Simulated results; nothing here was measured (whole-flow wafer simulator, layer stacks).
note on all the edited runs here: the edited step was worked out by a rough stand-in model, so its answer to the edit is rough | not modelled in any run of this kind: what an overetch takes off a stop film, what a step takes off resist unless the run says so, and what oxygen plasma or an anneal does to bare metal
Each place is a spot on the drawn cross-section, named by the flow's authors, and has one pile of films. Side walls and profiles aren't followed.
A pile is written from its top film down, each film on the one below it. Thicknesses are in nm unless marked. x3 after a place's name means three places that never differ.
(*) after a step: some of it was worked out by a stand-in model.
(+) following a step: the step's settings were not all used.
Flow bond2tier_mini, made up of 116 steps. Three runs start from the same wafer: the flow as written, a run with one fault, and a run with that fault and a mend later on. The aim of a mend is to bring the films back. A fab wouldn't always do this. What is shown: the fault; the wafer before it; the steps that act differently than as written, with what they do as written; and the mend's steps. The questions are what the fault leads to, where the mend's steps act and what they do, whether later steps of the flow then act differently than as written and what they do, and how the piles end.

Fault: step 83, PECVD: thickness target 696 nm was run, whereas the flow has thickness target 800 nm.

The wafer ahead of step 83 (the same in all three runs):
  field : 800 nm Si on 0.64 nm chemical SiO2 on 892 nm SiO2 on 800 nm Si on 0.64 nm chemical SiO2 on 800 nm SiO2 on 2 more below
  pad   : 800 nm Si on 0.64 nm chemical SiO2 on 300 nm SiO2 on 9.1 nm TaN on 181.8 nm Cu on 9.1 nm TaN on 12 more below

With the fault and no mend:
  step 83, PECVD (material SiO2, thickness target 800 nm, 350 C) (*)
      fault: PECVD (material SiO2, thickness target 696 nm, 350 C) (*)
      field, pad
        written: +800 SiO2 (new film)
        fault: +696 SiO2 (new film)
  None of the later steps of the flow acts differently than as written at any place that is followed.
  At field, pad, the piles at the end differ from the flow's by more than 2% or 0.5 nm, whichever is larger.
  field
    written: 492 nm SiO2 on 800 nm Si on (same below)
    fault: 388 nm SiO2 on 800 nm Si on (same below)
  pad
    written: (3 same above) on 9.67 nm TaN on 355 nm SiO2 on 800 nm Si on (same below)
    fault: (3 same above) on 9.67 nm TaN on 251 nm SiO2 on 800 nm Si on (same below)

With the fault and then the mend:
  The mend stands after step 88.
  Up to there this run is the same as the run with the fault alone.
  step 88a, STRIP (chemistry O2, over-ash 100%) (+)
      field
        -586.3 KrF resist (all of it)
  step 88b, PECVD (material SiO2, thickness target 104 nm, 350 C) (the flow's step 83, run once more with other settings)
      field, pad
        +104 SiO2
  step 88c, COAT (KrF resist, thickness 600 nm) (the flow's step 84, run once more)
      field, pad
        +600 KrF resist (new film)
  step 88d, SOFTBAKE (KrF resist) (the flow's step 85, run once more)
      does not change any film at any place that is followed
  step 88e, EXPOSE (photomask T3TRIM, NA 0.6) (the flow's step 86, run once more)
      does not change any film at any place that is followed
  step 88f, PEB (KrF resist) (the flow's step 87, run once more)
      does not change any film at any place that is followed
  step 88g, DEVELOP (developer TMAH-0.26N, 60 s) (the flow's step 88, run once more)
      field
        -13.7 KrF resist
      pad
        -600 KrF resist (all of it)
  None of the later steps of the flow acts differently than as written at any place that is followed.
  The piles end the same as the flow's at every place that both follow.
